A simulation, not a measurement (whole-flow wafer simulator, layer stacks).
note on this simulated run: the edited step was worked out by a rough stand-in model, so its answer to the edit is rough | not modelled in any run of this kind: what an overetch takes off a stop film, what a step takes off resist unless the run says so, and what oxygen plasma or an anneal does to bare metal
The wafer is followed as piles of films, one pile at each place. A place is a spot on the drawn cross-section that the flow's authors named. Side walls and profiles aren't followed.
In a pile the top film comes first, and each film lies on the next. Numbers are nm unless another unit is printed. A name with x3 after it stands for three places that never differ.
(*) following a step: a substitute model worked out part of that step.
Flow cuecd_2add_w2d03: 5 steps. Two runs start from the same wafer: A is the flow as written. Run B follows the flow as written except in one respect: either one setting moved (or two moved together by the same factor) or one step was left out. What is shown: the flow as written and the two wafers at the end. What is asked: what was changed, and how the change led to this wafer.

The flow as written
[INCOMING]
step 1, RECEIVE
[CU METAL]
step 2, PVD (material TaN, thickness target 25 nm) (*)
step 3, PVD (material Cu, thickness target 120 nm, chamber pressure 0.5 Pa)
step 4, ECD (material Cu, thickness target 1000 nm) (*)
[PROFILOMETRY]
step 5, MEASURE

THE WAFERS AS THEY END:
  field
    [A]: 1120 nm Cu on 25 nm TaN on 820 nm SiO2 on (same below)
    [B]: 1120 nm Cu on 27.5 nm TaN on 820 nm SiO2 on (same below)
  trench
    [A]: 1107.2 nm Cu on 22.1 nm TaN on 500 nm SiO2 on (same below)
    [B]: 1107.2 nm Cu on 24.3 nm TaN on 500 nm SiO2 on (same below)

What caused this: step 2, PVD: thickness target 27.5 nm was run, whereas the flow has thickness target 25 nm.
The wafer itself shows it: field has TaN 27.5, and step 2 as written asks for 25 nm.

The path from the change to this, step by step:
  step 2, PVD (material TaN, thickness target 25 nm) (*)
      field: A TaN gains 25 (new film) | B TaN gains 27.5 (new film)
      trench: A TaN gains 22.1 (new film) | B TaN gains 24.3 (new film)
